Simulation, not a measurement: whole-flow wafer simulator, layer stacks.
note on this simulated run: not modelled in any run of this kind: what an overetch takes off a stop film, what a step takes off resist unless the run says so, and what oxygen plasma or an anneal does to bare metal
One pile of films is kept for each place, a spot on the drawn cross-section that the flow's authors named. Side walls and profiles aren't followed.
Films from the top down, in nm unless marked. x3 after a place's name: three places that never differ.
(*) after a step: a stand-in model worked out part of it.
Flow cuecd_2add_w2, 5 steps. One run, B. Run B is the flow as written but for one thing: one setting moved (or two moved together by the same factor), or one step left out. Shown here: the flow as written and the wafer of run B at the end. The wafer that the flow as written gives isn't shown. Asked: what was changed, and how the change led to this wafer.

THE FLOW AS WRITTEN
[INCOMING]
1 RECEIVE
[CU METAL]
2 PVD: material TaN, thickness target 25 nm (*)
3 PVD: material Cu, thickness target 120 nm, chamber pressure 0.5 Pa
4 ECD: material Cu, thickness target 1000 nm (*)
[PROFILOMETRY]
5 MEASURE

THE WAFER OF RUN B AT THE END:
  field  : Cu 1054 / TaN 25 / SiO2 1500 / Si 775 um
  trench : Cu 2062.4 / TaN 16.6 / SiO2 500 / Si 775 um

The cause: step 3, PVD: thickness target 54 nm was run, where the flow has thickness target 120 nm.

How the change led to this, step by step:
  3 PVD: material Cu, thickness target 120 nm, chamber pressure 0.5 Pa
      field: Cu +54 (new film) (as written it would be: Cu +120 (new film))
      trench: Cu +36.5 (new film) (as written it would be: Cu +80.8 (new film))
